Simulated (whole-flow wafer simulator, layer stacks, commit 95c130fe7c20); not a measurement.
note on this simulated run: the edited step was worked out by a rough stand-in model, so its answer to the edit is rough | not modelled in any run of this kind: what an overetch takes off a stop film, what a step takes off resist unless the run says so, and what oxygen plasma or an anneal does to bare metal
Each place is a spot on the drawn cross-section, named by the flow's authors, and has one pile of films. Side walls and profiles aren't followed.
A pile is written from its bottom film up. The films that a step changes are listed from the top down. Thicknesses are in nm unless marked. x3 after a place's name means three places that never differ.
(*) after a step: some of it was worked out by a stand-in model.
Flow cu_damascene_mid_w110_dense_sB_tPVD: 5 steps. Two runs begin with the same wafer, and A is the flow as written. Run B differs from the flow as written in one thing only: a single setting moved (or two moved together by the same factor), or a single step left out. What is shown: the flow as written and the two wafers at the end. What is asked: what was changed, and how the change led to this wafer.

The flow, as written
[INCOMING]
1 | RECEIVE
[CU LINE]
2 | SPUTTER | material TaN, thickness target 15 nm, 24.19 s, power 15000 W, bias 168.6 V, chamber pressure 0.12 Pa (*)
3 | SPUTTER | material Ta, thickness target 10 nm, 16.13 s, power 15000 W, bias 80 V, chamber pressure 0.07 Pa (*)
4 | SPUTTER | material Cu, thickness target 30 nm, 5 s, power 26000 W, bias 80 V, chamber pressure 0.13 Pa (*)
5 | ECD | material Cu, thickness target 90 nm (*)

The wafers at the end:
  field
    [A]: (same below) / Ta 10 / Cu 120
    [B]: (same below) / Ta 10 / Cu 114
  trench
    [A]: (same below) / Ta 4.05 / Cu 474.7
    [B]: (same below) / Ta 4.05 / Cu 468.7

Cause: step 4, SPUTTER: thickness target 24 nm was run, while the flow as written has thickness target 30 nm.

How this came from the change, step by step:
  4 | SPUTTER | material Cu, thickness target 30 nm, 5 s, power 26000 W, bias 80 V, chamber pressure 0.13 Pa (*)
      field: A +30 Cu (new film) | B +24 Cu (new film)
      trench: A +12.5 Cu (new film) | B +9.98 Cu (new film)
